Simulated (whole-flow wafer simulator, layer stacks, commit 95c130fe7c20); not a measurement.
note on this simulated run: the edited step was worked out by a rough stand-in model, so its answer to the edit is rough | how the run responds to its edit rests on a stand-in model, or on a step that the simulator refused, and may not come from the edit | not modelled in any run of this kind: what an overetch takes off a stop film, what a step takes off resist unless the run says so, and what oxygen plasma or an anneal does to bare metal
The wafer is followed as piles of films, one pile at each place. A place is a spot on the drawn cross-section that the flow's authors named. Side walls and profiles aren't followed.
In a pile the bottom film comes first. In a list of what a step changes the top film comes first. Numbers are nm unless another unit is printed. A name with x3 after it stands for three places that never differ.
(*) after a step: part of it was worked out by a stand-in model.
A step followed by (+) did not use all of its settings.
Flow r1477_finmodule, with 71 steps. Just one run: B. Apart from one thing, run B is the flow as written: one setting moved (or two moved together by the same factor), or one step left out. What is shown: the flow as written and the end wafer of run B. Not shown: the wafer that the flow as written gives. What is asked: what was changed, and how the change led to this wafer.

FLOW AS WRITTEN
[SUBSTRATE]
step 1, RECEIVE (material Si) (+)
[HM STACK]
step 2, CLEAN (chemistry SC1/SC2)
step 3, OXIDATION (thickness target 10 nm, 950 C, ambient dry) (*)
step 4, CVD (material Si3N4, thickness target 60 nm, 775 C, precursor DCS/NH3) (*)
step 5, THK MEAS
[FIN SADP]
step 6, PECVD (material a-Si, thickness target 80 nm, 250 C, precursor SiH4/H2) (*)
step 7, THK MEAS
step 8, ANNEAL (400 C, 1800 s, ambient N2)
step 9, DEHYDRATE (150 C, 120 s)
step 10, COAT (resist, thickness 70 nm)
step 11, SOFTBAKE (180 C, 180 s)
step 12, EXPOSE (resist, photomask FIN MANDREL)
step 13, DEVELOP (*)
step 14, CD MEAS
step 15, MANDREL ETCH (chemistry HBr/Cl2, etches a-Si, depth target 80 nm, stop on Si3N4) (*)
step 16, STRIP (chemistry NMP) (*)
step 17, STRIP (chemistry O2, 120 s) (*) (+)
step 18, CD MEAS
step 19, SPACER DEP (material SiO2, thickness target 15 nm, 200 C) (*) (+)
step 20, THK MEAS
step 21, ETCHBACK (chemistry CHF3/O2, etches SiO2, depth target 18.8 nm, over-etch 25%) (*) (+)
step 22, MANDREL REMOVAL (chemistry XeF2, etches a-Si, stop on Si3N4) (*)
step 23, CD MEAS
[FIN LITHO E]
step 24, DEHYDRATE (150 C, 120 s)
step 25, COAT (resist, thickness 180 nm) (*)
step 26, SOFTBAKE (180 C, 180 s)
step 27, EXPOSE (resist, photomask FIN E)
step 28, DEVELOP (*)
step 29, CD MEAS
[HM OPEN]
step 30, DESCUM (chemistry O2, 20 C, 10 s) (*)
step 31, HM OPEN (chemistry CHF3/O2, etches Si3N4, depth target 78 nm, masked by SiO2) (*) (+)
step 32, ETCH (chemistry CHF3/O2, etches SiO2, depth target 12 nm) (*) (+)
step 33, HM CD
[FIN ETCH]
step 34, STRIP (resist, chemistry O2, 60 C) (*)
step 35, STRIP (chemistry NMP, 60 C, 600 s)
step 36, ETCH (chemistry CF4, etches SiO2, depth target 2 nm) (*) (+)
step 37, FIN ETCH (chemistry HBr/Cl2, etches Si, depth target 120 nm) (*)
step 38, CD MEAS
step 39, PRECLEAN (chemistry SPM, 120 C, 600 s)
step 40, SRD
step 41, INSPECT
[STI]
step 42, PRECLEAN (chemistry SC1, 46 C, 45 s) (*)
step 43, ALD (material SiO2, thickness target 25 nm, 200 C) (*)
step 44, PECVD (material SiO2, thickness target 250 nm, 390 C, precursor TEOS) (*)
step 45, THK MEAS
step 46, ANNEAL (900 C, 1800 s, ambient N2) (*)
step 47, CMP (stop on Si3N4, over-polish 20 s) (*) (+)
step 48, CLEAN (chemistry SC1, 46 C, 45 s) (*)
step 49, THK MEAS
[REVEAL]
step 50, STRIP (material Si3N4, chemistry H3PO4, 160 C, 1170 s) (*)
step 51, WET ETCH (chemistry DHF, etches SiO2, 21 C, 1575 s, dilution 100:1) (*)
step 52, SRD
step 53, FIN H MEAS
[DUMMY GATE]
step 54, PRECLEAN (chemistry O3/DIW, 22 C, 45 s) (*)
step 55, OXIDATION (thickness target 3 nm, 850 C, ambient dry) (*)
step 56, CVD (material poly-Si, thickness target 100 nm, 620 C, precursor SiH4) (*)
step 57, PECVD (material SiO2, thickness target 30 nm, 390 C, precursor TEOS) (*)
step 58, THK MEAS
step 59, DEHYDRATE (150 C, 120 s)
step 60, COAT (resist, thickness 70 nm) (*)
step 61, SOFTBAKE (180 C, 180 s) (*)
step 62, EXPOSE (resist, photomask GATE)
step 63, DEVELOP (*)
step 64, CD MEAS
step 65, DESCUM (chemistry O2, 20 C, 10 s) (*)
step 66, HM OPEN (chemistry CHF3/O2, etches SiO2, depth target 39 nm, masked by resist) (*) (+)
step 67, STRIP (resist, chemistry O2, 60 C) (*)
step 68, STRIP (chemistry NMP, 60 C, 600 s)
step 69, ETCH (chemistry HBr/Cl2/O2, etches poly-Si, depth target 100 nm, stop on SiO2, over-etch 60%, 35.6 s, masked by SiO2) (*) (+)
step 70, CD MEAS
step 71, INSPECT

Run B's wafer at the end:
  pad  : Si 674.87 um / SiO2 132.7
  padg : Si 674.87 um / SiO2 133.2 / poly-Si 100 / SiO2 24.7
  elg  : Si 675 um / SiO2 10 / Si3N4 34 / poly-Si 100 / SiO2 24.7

Cause: step 51, WET ETCH: 1024 s was run, whereas the flow has 1575 s.

How this came from the change, step by step:
  step 51, WET ETCH (chemistry DHF, etches SiO2, 21 C, 1575 s, dilution 100:1) (*)
      pad, padg, e40sg and 12 more: -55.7 SiO2 (in the flow as written it would be: -85.7 SiO2)
      elg, e40lg, e100lg, e200lg, elo, e40lo, e100lo, e200lo: -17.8 SiO2 (all of it), -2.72 Si3N4 (in the flow as written it would be: -17.8 SiO2 (all of it), -4.97 Si3N4)
      (as well as at 7 more places)
  step 56, CVD (material poly-Si, thickness target 100 nm, 620 C, precursor SiH4) (*)
      s40sg_line, s45sg_line, s50sg_line, s40so_line, s45so_line, s50so_line: +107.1 poly-Si (new film) (in the flow as written it would be: +100 poly-Si (new film))
      s40cg, s40co: +100 poly-Si (new film) (in the flow as written it would be: +113.9 poly-Si (new film))
      (as well as at 5 more places)
  step 60, COAT (resist, thickness 70 nm) (*)
      e40lg, e100lg, e200lg, elo, e40lo, e100lo, e200lo: +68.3 resist (new film) (in the flow as written it would be: +66.9 resist (new film))
      e40sg, eso, e40so: +103.2 resist (new film) (in the flow as written it would be: +129.5 resist (new film))
      (as well as at 22 more places)
  step 63, DEVELOP (*)
      elo, e40lo, e100lo, e200lo: -68.3 resist (all of it) (in the flow as written it would be: -66.9 resist (all of it))
      eso, e40so: -103.2 resist (all of it) (in the flow as written it would be: -129.5 resist (all of it))
      (as well as at 11 more places)
  step 67, STRIP (resist, chemistry O2, 60 C) (*)
      e40lg, e100lg: -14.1 resist (all of it) (in the flow as written it would be: -12.8 resist (all of it))
      e40sg: -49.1 resist (all of it) (in the flow as written it would be: -75.4 resist (all of it))
      (as well as at 12 more places)
  step 69, ETCH (chemistry HBr/Cl2/O2, etches poly-Si, depth target 100 nm, stop on SiO2, over-etch 60%, 35.6 s, masked by SiO2) (*) (+)
      s40so_line, s45so_line, s50so_line: -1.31 chemical SiO2 (all of it), -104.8 poly-Si (all of it), -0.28 SiO2 (in the flow as written it would be: -1.46 chemical SiO2 (all of it), -97.6 poly-Si (all of it), -0.42 SiO2)
      s40co: -1.31 chemical SiO2 (all of it), -97.6 poly-Si (all of it), -0.42 SiO2 (in the flow as written it would be: -1.46 chemical SiO2 (all of it), -111.5 poly-Si (all of it), -0.24 SiO2)
      (as well as at 2 more places)
